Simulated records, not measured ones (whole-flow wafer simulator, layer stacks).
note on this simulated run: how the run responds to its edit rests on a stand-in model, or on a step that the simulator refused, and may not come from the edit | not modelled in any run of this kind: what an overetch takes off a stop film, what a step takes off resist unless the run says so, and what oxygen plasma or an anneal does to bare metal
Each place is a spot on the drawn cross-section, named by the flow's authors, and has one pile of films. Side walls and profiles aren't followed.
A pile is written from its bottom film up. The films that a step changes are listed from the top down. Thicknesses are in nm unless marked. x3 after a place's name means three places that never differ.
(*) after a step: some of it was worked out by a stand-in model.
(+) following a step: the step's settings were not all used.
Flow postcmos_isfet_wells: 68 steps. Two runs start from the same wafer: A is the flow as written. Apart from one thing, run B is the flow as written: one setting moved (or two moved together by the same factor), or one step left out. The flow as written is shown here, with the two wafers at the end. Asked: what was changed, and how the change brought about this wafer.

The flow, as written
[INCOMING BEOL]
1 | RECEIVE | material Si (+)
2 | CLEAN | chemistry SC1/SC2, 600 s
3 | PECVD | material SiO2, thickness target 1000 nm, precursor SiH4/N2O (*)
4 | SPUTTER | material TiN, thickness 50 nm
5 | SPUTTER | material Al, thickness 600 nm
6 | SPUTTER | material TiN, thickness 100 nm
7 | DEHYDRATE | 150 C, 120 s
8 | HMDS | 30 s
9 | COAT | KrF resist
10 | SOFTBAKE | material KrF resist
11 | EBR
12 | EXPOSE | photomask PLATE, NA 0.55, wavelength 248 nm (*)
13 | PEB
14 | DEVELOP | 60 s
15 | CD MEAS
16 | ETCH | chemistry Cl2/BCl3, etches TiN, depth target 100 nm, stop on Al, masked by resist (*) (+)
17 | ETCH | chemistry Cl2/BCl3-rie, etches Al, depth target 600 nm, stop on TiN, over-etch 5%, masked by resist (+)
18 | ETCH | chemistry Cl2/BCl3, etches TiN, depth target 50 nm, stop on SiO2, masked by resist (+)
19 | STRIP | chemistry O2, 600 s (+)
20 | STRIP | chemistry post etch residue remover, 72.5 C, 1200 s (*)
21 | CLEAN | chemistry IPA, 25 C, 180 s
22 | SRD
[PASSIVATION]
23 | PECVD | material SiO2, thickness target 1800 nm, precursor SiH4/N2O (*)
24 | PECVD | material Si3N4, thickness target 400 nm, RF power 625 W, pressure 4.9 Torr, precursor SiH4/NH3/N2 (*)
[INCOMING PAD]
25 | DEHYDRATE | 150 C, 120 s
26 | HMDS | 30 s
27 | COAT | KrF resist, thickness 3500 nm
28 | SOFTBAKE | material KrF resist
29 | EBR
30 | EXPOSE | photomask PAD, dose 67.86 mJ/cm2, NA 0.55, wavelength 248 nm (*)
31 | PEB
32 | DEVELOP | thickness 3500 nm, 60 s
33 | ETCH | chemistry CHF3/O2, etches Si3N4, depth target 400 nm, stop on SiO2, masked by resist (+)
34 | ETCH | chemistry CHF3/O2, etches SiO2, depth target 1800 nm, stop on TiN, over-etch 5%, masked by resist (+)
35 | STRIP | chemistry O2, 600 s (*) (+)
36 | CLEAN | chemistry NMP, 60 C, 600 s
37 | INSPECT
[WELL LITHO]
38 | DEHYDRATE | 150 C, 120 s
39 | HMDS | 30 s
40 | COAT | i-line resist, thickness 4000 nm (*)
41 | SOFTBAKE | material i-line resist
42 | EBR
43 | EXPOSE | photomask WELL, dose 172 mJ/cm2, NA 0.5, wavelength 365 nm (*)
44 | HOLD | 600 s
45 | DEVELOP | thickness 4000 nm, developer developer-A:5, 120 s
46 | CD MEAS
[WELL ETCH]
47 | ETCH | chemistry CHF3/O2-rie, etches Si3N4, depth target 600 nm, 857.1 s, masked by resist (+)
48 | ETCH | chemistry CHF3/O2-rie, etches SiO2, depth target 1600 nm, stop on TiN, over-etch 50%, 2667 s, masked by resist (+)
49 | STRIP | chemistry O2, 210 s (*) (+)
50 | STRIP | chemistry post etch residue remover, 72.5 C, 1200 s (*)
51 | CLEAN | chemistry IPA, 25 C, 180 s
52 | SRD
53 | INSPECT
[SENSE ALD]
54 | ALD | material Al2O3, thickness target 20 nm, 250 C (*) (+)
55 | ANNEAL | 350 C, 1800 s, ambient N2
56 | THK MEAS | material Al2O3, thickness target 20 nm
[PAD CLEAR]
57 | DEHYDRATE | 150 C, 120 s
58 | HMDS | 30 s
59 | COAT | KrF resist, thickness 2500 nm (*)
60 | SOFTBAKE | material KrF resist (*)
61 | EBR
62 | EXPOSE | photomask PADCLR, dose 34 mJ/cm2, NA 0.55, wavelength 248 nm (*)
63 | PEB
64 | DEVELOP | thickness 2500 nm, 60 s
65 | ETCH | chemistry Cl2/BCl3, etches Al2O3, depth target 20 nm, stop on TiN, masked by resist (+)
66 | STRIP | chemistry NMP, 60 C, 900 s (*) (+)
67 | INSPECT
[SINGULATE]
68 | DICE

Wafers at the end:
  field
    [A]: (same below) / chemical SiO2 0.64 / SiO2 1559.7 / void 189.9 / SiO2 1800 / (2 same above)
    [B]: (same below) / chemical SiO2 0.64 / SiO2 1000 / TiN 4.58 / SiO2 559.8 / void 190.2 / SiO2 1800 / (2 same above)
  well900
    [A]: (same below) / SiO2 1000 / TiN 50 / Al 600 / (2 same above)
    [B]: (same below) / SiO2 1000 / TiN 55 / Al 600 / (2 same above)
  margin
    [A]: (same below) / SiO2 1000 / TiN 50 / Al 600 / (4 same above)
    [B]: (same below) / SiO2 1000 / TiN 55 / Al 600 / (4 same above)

Cause: step 4, SPUTTER: thickness 55 nm was run, while the flow as written has thickness 50 nm.
The wafer lets one read it off: well900 has TiN 55, and step 4 as written asks for 50 nm.

Step by step, how the change led to this:
  4 | SPUTTER | material TiN, thickness 50 nm
      field, margin, well900 and 6 more: A +50 TiN (new film) | B +55 TiN (new film)
  18 | ETCH | chemistry Cl2/BCl3, etches TiN, depth target 50 nm, stop on SiO2, masked by resist (+)
      field: A -50 TiN (all of it) | B -50 TiN
  23 | PECVD | material SiO2, thickness target 1800 nm, precursor SiH4/N2O (*)
      field: A +1800 SiO2 (new film), +189.9 void (new film), +559.7 SiO2 | B +1800 SiO2 (new film), +190.2 void (new film), +559.8 SiO2 (new film)
Taking metal films that touch as one body, field has 1 body; the flow as written gives 0 bodies.
